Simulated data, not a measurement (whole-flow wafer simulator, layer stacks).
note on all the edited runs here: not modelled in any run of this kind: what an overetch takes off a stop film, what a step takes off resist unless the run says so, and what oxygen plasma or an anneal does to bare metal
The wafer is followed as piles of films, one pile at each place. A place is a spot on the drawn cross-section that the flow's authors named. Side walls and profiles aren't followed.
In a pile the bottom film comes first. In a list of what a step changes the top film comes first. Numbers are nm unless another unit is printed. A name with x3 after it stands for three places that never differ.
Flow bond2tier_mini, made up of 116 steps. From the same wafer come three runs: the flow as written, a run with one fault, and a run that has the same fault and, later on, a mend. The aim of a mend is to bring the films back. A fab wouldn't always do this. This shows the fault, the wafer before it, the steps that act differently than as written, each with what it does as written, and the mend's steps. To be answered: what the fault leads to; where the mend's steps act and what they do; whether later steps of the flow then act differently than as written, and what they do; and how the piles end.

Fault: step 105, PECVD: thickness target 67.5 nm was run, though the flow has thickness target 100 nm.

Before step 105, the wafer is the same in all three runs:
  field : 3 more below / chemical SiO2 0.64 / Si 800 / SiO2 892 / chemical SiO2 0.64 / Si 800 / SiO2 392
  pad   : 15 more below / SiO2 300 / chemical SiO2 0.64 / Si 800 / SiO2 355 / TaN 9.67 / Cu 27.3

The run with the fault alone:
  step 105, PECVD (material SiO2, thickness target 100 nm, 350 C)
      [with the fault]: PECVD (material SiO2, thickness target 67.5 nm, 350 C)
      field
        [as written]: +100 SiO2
        [with the fault]: +67.5 SiO2
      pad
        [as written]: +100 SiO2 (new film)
        [with the fault]: +67.5 SiO2 (new film)
  Steps later in the flow that act otherwise than as written (not shown: 1 more step that differs only slightly, by at most 2% or 0.5 nm, whichever is larger):
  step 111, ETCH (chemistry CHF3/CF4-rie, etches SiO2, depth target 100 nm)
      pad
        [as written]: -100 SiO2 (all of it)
        [with the fault]: -67.5 SiO2 (all of it), -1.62 Cu
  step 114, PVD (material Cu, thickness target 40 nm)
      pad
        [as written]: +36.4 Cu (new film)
        [with the fault]: +37.5 Cu (new film)
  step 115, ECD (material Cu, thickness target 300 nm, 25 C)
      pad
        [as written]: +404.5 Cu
        [with the fault]: +372.2 Cu
  At field, pad, the piles at the end differ from the flow's by more than 2% or 0.5 nm, whichever is larger.
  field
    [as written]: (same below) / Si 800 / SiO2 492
    [with the fault]: (same below) / Si 800 / SiO2 459.5
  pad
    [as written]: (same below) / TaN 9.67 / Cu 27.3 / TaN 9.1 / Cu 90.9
    [with the fault]: (same below) / TaN 9.67 / Cu 25.7 / TaN 9.42 / Cu 59.7

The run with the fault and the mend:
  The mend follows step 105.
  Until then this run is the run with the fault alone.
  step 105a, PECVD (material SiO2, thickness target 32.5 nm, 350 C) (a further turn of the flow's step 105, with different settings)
      field, pad
        +32.5 SiO2
  None of the later steps of the flow acts differently than as written at any place that is followed.
  By the end, the piles equal the flow's at every place that both follow.
